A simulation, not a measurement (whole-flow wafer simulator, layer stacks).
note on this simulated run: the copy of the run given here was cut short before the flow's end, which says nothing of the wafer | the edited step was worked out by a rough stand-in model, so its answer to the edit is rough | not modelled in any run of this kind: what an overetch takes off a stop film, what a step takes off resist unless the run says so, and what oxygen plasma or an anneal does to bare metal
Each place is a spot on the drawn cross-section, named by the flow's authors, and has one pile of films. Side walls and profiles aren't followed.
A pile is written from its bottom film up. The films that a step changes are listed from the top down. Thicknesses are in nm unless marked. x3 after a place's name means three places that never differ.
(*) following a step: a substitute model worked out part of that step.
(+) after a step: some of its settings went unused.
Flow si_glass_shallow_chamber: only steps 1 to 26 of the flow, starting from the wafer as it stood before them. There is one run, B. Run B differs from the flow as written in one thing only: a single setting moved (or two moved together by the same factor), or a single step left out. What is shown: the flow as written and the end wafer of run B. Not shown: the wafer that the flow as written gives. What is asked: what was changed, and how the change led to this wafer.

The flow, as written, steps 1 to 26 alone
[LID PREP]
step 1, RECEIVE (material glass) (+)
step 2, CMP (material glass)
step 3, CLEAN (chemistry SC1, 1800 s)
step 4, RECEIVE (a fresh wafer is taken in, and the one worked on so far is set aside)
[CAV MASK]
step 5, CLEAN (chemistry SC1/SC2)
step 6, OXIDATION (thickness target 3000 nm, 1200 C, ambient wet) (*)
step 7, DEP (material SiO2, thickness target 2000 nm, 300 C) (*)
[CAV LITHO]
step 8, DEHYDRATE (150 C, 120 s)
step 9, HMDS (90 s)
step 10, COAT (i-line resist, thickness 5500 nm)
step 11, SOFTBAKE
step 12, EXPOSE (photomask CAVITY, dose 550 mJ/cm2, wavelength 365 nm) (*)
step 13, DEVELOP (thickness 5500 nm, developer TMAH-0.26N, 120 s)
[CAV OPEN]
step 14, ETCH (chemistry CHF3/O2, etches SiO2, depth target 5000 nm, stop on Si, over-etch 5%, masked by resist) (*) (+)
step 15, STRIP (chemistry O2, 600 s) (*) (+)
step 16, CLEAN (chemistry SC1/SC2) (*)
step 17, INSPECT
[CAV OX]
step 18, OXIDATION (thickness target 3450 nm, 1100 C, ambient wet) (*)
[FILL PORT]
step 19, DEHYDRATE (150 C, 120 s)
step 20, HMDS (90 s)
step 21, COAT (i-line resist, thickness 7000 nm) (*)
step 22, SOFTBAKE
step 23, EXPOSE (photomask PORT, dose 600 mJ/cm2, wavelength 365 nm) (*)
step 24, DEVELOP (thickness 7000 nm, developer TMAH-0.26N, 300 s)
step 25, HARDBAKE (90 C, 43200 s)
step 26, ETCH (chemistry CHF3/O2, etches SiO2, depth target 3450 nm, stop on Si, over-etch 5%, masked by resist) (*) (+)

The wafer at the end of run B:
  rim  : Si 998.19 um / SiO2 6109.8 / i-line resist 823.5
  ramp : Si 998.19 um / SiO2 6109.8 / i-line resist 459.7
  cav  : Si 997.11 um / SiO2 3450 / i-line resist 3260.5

The reason: step 21, COAT: thickness 5600 nm was run, whereas the flow has thickness 7000 nm.

The path from the change to this, step by step:
  step 21, COAT (i-line resist, thickness 7000 nm) (*)
      rim: +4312 i-line resist (new film) (in the flow as written it would be: +5660.1 i-line resist (new film))
      ramp: +3762 i-line resist (new film) (in the flow as written it would be: +5087.8 i-line resist (new film))
      (also at 4 further places)
  step 22, SOFTBAKE
      port: -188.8 i-line resist (in the flow as written it would be: +245.2 i-line resist)
      rim: -411.5 i-line resist (in the flow as written it would be: -849 i-line resist)
      (also at 4 further places)
  step 24, DEVELOP (thickness 7000 nm, developer TMAH-0.26N, 300 s)
      port: -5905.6 i-line resist (all of it) (in the flow as written it would be: -7752.6 i-line resist (all of it))
  step 25, HARDBAKE (90 C, 43200 s)
      rim: -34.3 i-line resist (in the flow as written it would be: -62.5 i-line resist)
      ramp: -24.9 i-line resist (in the flow as written it would be: -57.1 i-line resist)
      (also at 3 further places)
